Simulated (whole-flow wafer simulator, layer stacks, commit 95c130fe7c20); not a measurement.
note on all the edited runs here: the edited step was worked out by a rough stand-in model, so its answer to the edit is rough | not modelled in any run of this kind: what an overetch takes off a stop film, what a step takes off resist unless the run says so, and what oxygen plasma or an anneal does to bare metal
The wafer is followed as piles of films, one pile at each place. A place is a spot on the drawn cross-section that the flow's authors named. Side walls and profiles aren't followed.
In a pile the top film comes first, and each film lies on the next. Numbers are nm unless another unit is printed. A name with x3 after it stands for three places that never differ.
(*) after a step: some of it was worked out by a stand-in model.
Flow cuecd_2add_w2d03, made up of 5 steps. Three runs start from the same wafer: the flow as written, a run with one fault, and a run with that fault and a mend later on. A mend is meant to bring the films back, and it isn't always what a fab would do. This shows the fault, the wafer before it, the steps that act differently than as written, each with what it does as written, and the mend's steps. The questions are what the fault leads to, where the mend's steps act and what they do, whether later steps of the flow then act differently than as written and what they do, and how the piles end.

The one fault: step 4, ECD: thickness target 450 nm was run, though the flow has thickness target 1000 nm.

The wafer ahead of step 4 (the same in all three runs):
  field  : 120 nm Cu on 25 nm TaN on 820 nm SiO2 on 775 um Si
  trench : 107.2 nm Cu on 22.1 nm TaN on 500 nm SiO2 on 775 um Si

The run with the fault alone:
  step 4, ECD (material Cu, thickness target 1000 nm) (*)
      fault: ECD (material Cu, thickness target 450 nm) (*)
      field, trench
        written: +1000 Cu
        fault: +450 Cu
  Later steps of the flow that are run all act as written at every place that is followed.
  The piles end different from the flow's at field, trench by more than 2% or 0.5 nm, whichever is larger.
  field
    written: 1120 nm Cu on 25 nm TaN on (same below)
    fault: 570 nm Cu on 25 nm TaN on (same below)
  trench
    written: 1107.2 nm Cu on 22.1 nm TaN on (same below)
    fault: 557.2 nm Cu on 22.1 nm TaN on (same below)

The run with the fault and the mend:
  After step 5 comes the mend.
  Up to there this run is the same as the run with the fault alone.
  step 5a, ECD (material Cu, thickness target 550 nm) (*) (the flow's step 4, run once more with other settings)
      field, trench
        +550 Cu
  Later steps of the flow that are run all act as written at every place that is followed.
  The piles end the same as the flow's at every place that both follow.
